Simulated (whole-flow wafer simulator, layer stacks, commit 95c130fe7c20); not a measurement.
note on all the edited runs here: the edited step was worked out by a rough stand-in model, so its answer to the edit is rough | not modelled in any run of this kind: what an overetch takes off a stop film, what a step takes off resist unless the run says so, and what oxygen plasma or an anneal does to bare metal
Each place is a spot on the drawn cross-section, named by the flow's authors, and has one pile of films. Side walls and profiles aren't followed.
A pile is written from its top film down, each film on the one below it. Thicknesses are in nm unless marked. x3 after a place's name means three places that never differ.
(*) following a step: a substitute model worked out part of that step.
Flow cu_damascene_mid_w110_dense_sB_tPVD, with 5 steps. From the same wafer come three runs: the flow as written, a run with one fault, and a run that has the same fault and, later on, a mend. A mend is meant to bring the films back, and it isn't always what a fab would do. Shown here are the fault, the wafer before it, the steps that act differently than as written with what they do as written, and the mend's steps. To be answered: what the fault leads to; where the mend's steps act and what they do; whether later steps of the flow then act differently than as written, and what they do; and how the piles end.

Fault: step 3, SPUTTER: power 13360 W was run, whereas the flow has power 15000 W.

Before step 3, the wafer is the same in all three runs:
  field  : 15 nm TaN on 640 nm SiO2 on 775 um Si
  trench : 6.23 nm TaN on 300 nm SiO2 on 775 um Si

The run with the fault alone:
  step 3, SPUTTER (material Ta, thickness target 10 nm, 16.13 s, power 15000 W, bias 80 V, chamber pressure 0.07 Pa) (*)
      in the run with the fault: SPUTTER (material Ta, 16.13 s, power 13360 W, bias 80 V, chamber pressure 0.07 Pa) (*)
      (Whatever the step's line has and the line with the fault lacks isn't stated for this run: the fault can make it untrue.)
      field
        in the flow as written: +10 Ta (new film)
        in the run with the fault: +8.91 Ta (new film)
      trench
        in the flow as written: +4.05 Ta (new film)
        in the run with the fault: +3.52 Ta (new film)
  Every later step of the flow that is run acts as written, at every place that is followed, to within 2% or 0.5 nm, whichever is larger.
  At field, trench, the piles at the end differ from the flow's by more than 2% or 0.5 nm, whichever is larger.
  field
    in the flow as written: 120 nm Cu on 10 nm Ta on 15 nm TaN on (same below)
    in the run with the fault: 120 nm Cu on 8.91 nm Ta on 15 nm TaN on (same below)
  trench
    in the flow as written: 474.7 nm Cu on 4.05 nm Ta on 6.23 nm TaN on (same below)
    in the run with the fault: 474.2 nm Cu on 3.52 nm Ta on 6.23 nm TaN on (same below)

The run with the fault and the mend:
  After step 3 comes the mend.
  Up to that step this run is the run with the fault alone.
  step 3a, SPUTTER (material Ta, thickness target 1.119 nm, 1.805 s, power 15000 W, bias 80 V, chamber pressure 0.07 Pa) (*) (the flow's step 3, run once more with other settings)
      field
        +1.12 Ta
      trench
        +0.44 Ta
  Every later step of the flow that is run acts as written, at every place that is followed, to within 2% or 0.5 nm, whichever is larger.
  At the end the piles are close to the flow's at the places that both follow, differing by at most 2% or 0.5 nm, whichever is larger.
